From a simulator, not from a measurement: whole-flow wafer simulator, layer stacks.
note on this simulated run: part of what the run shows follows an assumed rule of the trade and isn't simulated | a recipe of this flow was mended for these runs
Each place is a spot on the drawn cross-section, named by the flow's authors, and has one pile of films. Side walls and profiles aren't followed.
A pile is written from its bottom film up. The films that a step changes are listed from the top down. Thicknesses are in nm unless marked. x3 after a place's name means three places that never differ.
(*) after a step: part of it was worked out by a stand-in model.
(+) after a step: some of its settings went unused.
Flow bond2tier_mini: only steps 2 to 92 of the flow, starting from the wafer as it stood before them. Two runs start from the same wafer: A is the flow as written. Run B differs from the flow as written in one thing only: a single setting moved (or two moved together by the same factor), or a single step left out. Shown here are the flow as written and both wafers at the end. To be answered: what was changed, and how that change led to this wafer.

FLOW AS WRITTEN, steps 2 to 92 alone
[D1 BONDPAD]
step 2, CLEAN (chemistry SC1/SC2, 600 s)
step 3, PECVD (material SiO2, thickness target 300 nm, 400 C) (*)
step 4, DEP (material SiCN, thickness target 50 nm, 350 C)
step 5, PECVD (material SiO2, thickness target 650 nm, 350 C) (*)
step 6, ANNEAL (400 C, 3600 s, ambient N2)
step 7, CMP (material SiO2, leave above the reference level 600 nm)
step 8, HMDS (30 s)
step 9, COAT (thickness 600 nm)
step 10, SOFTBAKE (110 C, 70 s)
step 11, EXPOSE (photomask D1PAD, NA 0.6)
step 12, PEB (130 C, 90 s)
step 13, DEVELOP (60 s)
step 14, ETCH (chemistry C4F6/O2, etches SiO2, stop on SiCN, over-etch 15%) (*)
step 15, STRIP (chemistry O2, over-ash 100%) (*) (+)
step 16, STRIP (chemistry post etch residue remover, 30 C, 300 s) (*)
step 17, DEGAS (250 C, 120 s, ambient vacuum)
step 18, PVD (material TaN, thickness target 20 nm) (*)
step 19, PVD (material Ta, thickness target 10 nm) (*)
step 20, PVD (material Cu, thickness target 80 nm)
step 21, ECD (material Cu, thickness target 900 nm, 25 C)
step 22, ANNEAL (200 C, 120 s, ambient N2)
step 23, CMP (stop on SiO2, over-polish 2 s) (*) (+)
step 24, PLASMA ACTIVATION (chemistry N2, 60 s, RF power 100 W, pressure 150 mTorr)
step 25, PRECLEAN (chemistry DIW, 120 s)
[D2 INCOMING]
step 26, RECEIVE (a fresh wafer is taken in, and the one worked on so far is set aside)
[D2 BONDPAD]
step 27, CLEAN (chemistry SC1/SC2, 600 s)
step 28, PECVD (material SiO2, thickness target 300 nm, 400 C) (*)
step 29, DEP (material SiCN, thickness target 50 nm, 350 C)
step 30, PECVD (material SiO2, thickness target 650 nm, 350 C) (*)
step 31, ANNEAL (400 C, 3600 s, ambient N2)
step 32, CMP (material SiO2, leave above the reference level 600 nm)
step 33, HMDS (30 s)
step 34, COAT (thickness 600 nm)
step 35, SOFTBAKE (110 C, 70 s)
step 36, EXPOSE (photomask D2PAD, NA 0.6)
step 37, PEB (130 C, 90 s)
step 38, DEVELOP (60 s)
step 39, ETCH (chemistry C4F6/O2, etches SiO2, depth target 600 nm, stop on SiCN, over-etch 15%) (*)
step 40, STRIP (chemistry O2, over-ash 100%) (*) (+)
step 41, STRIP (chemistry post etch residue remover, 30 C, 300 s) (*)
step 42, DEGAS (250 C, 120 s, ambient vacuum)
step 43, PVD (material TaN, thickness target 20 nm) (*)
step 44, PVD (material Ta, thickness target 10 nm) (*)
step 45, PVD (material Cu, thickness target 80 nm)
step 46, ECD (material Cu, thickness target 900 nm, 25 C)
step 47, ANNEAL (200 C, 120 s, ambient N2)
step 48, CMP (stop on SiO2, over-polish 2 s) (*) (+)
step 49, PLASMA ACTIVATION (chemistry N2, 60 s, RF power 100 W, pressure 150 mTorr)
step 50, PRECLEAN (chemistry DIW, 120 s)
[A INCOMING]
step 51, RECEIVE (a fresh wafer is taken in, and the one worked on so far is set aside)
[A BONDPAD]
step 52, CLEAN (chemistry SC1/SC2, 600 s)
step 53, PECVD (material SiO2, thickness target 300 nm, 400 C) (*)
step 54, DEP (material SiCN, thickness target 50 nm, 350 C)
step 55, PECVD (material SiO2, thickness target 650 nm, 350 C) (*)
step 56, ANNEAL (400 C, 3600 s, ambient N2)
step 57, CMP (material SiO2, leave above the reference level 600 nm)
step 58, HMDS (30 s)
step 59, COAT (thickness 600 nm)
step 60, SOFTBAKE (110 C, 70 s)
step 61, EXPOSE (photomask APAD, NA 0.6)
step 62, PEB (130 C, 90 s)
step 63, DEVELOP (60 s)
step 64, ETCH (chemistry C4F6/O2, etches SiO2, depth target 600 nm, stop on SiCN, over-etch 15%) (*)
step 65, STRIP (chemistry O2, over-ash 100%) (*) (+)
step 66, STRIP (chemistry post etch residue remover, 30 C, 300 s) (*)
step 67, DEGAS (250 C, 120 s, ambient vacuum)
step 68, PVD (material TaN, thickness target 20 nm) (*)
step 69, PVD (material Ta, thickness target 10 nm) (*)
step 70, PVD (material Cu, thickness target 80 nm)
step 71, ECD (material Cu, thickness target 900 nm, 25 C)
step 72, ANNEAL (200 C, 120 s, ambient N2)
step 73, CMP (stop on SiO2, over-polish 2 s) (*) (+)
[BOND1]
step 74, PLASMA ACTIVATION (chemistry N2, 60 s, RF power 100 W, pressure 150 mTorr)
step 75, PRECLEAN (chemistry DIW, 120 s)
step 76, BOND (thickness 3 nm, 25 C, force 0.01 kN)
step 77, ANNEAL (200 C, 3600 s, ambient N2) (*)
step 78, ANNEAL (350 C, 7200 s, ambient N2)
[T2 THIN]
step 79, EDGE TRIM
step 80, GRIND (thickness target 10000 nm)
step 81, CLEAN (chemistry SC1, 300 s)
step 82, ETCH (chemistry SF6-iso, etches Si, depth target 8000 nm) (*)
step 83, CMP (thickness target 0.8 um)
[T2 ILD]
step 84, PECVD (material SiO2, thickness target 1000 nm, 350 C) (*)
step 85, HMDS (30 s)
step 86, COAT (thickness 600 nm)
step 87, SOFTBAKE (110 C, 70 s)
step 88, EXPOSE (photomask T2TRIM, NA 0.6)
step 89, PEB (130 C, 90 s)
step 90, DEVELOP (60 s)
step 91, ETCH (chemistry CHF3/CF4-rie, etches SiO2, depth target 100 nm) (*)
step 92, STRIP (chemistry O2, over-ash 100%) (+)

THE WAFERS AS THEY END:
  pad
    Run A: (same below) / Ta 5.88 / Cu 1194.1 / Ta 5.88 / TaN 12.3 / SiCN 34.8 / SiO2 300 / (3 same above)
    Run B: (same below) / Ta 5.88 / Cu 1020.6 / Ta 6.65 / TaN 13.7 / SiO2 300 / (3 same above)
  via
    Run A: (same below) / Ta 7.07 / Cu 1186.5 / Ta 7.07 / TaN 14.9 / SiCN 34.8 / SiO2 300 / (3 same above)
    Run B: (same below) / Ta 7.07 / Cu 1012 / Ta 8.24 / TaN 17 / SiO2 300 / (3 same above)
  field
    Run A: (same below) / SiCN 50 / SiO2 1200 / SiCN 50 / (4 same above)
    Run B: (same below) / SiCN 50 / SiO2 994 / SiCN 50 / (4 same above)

The reason: step 5, PECVD: thickness target 394 nm was run, whereas the flow has thickness target 650 nm.

The path from the change to this, step by step:
  step 5, PECVD (material SiO2, thickness target 650 nm, 350 C) (*)
      field, pad, via: A +650 SiO2 (new film) | B +394 SiO2 (new film)
  step 7, CMP (material SiO2, leave above the reference level 600 nm)
      field, pad, via: A -50 SiO2 | B nothing
  step 14, ETCH (chemistry C4F6/O2, etches SiO2, stop on SiCN, over-etch 15%) (*)
      pad, via: A -600 SiO2 (all of it), -15.2 SiCN | B -394 SiO2 (all of it), -50 SiCN (all of it)
      field: A -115 thick-KrF-resist | B -75.5 thick-KrF-resist
  step 15, STRIP (chemistry O2, over-ash 100%) (*) (+)
      field: A -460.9 thick-KrF-resist (all of it) | B -500.4 thick-KrF-resist (all of it)
  step 18, PVD (material TaN, thickness target 20 nm) (*)
      pad: A +12.3 TaN (new film) | B +13.7 TaN (new film)
      via: A +14.9 TaN (new film) | B +17 TaN (new film)
  step 19, PVD (material Ta, thickness target 10 nm) (*)
      pad: A +5.88 Ta (new film) | B +6.65 Ta (new film)
      via: A +7.07 Ta (new film) | B +8.24 Ta (new film)
  step 20, PVD (material Cu, thickness target 80 nm)
      pad: A +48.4 Cu (new film) | B +54.4 Cu (new film)
      via: A +59 Cu (new film) | B +67.6 Cu (new film)
  step 21, ECD (material Cu, thickness target 900 nm, 25 C)
      pad: A +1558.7 Cu | B +1379.2 Cu
      via: A +1544.3 Cu | B +1361.1 Cu
  step 76, BOND (thickness 3 nm, 25 C, force 0.01 kN)
      pad: A +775 um Si (new film), +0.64 chemical SiO2 (new film), +300 SiO2 (new film), +34.8 SiCN (new film), +12.3 TaN (new film), +5.88 Ta (new film), +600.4 Cu | B +775 um Si (new film), +0.64 chemical SiO2 (new film), +300 SiO2 (new film), +13.7 TaN (new film), +6.65 Ta (new film), +426.9 Cu
      via: A +775 um Si (new film), +0.64 chemical SiO2 (new film), +300 SiO2 (new film), +34.8 SiCN (new film), +14.9 TaN (new film), +7.07 Ta (new film), +596.6 Cu | B +775 um Si (new film), +0.64 chemical SiO2 (new film), +300 SiO2 (new film), +17 TaN (new film), +8.24 Ta (new film), +422.1 Cu
      (and at 1 other place as well)
